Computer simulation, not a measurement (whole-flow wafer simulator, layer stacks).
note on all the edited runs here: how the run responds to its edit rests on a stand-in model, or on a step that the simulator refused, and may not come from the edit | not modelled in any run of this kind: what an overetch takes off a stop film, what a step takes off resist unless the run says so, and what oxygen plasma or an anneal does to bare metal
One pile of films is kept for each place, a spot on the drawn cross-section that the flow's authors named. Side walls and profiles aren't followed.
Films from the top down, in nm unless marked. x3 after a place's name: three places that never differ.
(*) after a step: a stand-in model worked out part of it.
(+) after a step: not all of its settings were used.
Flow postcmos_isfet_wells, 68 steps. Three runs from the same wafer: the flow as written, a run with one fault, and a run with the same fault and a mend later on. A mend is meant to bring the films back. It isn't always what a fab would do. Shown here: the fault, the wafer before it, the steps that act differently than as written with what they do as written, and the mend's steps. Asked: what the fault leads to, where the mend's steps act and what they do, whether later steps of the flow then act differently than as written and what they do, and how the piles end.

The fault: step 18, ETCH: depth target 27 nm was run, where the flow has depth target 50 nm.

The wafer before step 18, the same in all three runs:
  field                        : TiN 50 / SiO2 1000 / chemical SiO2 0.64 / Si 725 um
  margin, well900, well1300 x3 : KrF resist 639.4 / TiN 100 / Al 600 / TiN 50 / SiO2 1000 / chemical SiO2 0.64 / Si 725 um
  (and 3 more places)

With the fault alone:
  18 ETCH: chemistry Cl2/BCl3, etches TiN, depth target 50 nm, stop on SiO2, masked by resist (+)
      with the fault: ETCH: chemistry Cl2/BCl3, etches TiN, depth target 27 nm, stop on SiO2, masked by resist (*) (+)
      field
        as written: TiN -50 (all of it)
        with the fault: TiN -27
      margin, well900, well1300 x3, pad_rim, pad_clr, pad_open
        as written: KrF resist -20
        with the fault: KrF resist -10.8
  Later steps of the flow that act differently than as written (2 more steps differ only slightly, by at most 2% or 0.5 nm, whichever is larger, and aren't shown):
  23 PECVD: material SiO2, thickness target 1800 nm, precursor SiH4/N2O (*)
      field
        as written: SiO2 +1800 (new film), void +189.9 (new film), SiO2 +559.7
        with the fault: SiO2 +1800 (new film), void +172.9 (new film), SiO2 +554.1 (new film)
  At the end the piles differ from the flow's by more than 2% or 0.5 nm, whichever is larger, at field.
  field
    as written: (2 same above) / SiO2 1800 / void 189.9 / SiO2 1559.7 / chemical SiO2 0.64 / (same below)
    with the fault: (2 same above) / SiO2 1800 / void 172.9 / SiO2 554.1 / TiN 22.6 / SiO2 1000 / chemical SiO2 0.64 / (same below)

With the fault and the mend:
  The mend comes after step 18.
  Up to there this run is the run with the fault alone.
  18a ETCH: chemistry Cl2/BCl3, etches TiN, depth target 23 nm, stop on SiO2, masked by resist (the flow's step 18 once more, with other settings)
      margin, well900, well1300 x3, pad_rim, pad_clr, pad_open
        KrF resist -9.2
      field
        TiN -23 (all of it)
  No later step of the flow acts differently than as written at any place that is followed.
  At the end the piles are the same as the flow's at every place that both follow.
